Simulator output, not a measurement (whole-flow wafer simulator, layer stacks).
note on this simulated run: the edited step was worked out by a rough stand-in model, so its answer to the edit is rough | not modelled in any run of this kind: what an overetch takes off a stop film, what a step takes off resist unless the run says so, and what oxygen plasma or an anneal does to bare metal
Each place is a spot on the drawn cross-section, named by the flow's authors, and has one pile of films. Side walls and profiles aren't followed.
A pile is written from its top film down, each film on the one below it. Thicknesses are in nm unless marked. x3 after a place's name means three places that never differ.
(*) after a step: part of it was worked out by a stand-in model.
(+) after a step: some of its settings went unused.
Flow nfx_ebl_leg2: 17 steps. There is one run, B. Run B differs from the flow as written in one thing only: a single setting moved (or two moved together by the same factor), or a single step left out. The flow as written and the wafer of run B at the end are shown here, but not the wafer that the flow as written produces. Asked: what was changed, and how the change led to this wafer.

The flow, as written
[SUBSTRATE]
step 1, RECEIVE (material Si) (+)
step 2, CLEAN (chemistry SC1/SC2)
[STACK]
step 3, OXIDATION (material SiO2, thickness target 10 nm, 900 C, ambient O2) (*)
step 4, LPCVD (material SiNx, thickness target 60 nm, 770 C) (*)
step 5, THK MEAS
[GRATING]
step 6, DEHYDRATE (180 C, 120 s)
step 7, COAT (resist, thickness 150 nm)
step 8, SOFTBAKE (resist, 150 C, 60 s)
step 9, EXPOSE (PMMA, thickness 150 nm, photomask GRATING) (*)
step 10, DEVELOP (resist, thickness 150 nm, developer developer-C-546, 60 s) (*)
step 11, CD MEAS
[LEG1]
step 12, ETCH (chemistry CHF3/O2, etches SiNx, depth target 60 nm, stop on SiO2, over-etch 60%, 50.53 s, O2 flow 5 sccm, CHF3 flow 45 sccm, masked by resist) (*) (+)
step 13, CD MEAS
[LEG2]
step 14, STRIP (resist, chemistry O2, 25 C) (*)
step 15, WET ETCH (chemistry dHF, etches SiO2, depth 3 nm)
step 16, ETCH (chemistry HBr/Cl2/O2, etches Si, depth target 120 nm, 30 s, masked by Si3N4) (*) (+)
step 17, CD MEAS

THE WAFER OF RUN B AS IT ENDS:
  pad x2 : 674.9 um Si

What caused this: step 12, ETCH: depth target 45 nm was run, while the flow as written has depth target 60 nm.

How this came from the change, step by step:
  step 12, ETCH (chemistry CHF3/O2, etches SiNx, depth target 60 nm, stop on SiO2, over-etch 60%, 50.53 s, O2 flow 5 sccm, CHF3 flow 45 sccm, masked by resist) (*) (+)
      pad x2: -60 SiNx (all of it), -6 SiO2 (as written it would have been: -60 SiNx (all of it), -10 SiO2 (all of it))
      field x2: -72 resist (as written it would have been: -96 resist)
  step 14, STRIP (resist, chemistry O2, 25 C) (*)
      pad x2: nothing (as written it would have been: +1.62 chemical SiO2 (new film), -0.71 Si)
      field x2: -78 resist (all of it) (as written it would have been: -54 resist (all of it))
  step 15, WET ETCH (chemistry dHF, etches SiO2, depth 3 nm)
      pad x2: -3 SiO2 (as written it would have been: -1.62 chemical SiO2 (all of it))
  step 16, ETCH (chemistry HBr/Cl2/O2, etches Si, depth target 120 nm, 30 s, masked by Si3N4) (*) (+)
      pad x2: -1 SiO2 (all of it), -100 Si (as written it would have been: -120 Si)
